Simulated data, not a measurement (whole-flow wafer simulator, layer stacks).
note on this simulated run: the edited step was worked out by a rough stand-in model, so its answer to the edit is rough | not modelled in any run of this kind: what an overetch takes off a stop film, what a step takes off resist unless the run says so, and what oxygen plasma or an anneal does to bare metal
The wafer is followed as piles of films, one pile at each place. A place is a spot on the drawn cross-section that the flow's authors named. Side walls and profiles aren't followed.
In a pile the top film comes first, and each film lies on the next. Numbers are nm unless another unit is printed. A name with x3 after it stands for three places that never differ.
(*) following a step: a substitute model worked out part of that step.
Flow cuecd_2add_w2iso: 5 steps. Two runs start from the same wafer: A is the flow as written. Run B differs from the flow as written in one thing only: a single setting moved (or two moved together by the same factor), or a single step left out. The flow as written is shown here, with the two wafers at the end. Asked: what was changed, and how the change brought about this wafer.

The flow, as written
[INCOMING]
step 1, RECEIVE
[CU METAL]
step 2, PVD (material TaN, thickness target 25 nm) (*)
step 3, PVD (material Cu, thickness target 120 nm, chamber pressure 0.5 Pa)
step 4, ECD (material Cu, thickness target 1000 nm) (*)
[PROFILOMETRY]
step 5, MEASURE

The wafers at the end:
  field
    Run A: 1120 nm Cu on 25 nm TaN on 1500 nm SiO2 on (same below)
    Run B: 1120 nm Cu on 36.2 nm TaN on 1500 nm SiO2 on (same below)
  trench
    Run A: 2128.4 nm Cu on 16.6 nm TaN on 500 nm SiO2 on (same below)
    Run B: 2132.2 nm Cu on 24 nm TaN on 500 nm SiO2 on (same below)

Cause: step 2, PVD: thickness target 36.2 nm was run, while the flow as written has thickness target 25 nm.
The wafer lets one read it off: field has TaN 36.2, and step 2 as written asks for 25 nm.

The path from the change to this, step by step:
  step 2, PVD (material TaN, thickness target 25 nm) (*)
      field: A +25 TaN (new film) | B +36.2 TaN (new film)
      trench: A +16.6 TaN (new film) | B +24 TaN (new film)
